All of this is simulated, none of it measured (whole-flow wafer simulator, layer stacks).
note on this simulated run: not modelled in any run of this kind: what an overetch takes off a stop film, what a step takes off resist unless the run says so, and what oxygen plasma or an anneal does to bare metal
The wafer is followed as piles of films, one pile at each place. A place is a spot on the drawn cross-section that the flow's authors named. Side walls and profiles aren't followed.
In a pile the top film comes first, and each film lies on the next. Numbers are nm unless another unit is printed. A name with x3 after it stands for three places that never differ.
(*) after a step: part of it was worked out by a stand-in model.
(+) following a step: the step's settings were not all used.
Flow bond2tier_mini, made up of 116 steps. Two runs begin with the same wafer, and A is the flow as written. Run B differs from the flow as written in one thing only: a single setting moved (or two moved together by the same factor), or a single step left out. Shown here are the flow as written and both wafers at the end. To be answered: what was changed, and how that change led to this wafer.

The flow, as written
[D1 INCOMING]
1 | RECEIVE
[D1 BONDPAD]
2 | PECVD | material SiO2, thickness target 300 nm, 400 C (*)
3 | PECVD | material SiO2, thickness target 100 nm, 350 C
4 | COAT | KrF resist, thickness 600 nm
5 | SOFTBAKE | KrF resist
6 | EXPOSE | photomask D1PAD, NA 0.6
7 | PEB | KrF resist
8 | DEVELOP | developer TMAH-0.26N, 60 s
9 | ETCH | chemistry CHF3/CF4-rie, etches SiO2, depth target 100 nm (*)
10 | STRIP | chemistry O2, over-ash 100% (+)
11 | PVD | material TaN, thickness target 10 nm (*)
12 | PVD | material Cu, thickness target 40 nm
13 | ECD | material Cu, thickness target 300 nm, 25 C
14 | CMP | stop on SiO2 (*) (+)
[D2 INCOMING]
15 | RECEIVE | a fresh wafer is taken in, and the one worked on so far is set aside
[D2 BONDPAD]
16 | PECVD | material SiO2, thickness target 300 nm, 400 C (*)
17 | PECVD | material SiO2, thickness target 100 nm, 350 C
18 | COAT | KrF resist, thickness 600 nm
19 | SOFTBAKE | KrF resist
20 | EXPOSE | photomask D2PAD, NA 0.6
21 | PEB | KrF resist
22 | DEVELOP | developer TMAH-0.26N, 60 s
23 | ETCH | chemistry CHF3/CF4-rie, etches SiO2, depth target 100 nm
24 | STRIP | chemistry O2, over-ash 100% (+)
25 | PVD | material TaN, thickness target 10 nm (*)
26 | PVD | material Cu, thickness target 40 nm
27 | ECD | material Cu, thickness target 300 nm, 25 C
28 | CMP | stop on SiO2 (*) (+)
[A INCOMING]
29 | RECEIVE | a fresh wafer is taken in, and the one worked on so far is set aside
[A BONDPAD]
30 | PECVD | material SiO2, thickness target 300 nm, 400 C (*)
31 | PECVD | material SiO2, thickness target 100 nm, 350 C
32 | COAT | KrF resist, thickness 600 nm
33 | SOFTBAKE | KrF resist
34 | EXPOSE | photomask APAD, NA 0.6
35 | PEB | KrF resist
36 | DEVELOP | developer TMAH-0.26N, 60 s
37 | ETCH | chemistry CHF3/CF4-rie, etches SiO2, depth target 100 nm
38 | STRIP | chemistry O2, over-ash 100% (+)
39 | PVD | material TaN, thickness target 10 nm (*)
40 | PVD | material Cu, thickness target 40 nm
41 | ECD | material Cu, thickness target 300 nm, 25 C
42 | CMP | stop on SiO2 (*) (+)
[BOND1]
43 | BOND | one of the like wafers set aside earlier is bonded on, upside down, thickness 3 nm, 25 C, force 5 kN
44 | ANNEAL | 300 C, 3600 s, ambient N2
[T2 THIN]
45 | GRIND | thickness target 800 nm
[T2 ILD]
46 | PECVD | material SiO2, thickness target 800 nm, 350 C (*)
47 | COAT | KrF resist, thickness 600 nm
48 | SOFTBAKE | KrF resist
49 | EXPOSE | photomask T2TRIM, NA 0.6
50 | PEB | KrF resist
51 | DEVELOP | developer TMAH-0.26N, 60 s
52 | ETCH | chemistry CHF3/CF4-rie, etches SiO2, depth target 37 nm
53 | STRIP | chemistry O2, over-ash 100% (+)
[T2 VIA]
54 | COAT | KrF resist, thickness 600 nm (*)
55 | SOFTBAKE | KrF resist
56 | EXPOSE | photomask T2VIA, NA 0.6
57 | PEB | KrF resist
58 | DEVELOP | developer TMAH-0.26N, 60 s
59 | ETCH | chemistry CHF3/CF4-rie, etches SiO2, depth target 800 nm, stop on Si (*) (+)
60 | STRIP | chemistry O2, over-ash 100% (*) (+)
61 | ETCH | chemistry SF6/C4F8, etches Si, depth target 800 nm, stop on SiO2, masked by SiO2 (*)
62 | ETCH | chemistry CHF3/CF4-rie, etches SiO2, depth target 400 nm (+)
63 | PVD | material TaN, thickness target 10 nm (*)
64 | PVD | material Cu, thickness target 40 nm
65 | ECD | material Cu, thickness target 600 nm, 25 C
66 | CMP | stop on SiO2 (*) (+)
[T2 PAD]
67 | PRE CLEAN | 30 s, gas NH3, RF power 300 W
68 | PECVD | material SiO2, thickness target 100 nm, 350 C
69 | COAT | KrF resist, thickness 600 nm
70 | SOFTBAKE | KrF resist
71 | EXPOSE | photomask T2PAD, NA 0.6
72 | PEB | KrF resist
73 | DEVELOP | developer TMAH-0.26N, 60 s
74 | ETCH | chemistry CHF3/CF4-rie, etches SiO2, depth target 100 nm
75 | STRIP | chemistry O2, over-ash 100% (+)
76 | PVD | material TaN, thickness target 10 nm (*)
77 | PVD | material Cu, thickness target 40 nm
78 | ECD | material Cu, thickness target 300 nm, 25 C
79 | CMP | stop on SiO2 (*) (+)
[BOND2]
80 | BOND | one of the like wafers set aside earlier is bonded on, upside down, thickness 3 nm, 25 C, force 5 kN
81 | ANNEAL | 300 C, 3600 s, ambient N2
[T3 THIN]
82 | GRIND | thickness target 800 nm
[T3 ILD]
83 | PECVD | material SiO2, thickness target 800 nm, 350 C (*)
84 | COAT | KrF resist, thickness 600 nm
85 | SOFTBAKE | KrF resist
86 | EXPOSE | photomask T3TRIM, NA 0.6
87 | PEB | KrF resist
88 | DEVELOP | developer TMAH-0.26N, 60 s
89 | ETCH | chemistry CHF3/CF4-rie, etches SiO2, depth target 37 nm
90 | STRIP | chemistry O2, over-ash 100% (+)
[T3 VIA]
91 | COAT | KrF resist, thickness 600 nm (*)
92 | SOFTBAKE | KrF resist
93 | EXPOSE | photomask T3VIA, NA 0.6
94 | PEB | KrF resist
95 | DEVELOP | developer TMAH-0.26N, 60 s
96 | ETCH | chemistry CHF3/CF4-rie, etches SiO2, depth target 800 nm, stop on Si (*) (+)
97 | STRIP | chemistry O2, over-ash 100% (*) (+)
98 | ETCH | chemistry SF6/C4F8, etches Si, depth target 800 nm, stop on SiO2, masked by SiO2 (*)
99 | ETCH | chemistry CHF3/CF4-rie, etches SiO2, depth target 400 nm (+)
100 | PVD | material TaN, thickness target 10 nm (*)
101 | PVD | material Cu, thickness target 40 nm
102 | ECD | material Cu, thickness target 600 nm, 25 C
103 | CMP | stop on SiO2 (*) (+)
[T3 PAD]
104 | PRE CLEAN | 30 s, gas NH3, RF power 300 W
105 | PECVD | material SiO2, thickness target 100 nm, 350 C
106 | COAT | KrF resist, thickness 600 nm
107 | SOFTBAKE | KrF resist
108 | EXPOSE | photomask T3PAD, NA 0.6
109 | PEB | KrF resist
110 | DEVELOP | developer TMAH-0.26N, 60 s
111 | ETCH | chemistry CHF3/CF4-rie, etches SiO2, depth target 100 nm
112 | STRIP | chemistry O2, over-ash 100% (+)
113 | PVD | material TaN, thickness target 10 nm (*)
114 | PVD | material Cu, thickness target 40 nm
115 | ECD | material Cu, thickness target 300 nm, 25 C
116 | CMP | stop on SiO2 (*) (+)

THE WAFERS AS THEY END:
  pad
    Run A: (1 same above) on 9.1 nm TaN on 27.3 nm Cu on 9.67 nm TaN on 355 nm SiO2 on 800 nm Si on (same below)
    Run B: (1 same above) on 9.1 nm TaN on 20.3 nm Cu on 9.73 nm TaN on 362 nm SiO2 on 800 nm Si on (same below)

What caused this: step 89, ETCH: depth target 30 nm was run, whereas the flow has depth target 37 nm.

How this came from the change, step by step:
  89 | ETCH | chemistry CHF3/CF4-rie, etches SiO2, depth target 37 nm
      field: A KrF resist loses 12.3 | B KrF resist loses 10
      pad: A SiO2 loses 37 | B SiO2 loses 30
